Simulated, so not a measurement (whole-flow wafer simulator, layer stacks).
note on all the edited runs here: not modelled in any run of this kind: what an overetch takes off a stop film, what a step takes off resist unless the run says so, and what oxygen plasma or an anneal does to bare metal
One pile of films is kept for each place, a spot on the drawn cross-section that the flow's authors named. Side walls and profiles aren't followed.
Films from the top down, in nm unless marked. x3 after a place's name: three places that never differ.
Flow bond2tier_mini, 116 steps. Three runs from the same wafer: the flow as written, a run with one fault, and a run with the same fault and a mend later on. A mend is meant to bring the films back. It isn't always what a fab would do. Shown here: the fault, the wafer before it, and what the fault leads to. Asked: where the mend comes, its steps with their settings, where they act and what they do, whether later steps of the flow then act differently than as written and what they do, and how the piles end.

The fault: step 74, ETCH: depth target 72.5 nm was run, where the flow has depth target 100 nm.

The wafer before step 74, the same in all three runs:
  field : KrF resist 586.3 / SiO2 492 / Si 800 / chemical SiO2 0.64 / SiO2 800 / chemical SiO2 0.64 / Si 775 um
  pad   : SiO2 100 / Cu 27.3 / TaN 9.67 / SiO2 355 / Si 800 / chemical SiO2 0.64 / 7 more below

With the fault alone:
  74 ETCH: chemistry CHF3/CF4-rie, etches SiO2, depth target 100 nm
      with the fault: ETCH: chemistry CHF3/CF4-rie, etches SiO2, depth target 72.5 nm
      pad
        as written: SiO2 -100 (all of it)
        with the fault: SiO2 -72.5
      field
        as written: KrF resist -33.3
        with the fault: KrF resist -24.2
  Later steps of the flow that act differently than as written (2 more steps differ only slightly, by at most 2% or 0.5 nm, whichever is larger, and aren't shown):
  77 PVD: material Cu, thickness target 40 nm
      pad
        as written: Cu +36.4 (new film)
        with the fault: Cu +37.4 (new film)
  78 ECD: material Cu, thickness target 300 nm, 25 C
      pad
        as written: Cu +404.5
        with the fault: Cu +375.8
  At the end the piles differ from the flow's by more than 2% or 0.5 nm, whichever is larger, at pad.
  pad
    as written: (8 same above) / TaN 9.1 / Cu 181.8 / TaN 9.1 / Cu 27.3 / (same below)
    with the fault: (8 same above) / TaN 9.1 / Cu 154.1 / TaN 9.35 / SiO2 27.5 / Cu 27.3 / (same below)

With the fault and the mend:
  The mend comes after step 74.
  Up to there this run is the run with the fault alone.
  74a ETCH: chemistry CHF3/CF4-rie, etches SiO2, depth target 27.5 nm (the flow's step 74 once more, with other settings)
      field
        KrF resist -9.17
      pad
        SiO2 -27.5 (all of it)
  No later step of the flow acts differently than as written at any place that is followed.
  At the end the piles are the same as the flow's at every place that both follow.
